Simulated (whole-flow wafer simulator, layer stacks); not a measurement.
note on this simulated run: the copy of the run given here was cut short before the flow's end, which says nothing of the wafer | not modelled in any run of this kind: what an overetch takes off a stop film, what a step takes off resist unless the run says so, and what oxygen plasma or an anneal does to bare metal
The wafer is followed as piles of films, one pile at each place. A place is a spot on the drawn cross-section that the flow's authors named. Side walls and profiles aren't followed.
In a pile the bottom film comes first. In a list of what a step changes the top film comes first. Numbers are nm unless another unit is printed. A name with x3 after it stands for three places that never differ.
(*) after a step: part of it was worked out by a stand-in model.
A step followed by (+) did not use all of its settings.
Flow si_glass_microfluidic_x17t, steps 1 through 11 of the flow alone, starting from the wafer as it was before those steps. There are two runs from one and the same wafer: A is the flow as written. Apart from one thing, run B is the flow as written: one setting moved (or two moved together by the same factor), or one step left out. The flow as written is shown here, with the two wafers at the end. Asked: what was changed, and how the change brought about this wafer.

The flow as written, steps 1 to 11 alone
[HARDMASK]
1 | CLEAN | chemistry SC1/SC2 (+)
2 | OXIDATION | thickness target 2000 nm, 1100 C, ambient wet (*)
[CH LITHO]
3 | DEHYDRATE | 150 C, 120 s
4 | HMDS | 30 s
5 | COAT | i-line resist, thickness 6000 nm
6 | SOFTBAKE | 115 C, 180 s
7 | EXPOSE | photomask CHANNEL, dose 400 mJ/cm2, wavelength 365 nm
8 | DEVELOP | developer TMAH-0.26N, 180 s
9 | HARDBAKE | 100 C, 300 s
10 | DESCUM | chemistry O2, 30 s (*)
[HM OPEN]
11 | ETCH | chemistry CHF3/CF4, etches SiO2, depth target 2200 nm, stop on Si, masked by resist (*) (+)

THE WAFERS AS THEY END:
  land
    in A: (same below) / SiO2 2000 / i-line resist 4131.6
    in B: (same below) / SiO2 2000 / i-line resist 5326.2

Cause: step 5, COAT: thickness 7200 nm was run, whereas the flow has thickness 6000 nm.

Step by step, how the change led to this:
  5 | COAT | i-line resist, thickness 6000 nm
      land, tr110 x3: A i-line resist gains 6000 (new film) | B i-line resist gains 7200 (new film)
  8 | DEVELOP | developer TMAH-0.26N, 180 s
      tr110 x3: A i-line resist loses 6000 (all of it) | B i-line resist loses 7200 (all of it)
  9 | HARDBAKE | 100 C, 300 s
      land: A i-line resist loses 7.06 | B i-line resist loses 12.4
